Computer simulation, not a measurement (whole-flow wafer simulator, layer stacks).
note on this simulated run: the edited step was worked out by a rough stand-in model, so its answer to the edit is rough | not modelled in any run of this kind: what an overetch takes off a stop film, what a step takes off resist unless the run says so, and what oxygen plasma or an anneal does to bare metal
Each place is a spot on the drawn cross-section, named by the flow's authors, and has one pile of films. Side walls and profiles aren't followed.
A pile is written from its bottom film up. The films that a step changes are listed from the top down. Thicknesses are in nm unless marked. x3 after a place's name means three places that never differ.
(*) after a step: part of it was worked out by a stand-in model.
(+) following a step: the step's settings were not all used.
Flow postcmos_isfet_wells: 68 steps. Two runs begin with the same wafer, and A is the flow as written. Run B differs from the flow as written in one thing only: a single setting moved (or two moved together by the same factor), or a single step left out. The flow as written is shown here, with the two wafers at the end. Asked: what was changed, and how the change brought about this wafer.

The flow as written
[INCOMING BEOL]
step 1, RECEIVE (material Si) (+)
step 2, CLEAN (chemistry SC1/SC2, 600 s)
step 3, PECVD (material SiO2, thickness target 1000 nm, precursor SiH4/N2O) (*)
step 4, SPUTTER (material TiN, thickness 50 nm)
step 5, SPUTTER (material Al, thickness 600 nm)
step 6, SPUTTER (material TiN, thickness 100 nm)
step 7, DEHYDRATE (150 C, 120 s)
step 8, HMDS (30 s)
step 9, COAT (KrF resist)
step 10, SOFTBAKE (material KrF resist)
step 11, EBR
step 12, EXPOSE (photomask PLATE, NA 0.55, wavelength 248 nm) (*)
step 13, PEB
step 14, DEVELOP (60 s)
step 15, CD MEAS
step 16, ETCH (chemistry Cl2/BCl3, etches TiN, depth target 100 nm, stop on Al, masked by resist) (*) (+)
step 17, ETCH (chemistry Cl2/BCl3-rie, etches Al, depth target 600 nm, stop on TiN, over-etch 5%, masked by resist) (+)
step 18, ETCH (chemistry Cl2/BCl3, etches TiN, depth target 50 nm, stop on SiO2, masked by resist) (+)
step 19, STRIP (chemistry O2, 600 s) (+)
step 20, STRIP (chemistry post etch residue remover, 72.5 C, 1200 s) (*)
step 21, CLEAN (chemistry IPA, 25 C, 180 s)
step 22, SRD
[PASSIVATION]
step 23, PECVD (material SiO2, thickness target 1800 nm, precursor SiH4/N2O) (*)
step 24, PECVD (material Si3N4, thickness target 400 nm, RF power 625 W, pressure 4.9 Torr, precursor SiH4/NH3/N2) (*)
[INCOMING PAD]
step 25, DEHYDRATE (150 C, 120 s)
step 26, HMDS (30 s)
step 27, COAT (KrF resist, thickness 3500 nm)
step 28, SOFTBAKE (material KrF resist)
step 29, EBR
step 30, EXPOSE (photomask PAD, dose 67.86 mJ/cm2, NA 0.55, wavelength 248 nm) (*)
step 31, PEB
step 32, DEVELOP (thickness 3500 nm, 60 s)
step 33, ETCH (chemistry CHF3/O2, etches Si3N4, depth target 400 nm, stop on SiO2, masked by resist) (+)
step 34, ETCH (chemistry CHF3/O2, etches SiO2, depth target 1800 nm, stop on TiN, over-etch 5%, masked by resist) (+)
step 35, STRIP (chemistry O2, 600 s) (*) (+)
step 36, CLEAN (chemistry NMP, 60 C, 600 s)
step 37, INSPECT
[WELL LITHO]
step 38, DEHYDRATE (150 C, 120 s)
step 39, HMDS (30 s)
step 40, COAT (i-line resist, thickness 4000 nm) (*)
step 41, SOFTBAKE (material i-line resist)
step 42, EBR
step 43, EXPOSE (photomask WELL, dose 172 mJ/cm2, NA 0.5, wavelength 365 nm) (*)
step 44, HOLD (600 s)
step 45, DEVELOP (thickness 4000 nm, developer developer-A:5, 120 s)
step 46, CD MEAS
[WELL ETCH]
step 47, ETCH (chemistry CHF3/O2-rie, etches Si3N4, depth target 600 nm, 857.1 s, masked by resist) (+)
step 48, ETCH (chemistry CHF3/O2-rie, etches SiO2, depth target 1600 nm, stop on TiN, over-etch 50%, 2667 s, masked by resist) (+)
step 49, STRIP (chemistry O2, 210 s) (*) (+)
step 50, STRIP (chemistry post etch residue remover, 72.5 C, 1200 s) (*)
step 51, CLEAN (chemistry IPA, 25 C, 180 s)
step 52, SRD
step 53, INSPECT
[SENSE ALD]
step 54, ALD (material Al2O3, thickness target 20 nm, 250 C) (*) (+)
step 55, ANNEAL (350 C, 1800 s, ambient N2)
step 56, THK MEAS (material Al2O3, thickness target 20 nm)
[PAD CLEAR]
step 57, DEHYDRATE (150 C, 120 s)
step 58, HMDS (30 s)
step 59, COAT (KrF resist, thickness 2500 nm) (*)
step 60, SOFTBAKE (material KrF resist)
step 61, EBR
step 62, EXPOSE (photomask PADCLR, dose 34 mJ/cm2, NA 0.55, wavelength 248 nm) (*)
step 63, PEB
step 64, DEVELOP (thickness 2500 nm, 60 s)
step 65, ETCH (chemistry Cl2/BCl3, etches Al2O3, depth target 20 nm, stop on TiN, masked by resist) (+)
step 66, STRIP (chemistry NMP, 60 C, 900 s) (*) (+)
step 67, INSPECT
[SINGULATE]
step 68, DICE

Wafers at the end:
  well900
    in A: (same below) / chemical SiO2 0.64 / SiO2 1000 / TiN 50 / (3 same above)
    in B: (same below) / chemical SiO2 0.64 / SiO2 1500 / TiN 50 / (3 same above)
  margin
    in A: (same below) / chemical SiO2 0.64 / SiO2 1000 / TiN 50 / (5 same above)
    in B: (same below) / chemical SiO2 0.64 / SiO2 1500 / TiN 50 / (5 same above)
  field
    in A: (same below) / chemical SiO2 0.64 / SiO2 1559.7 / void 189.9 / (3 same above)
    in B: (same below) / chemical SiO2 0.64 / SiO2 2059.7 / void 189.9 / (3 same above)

The reason: step 3, PECVD: thickness target 1500 nm was run, while the flow as written has thickness target 1000 nm.
The wafer lets one read it off: well900 has SiO2 1500, and step 3 as written asks for 1000 nm.

The path from the change to this, step by step:
  step 3, PECVD (material SiO2, thickness target 1000 nm, precursor SiH4/N2O) (*)
      field, margin, well900, well1300 x3, pad_rim, pad_clr, pad_open: A SiO2 gains 1000 (new film) | B SiO2 gains 1500 (new film)
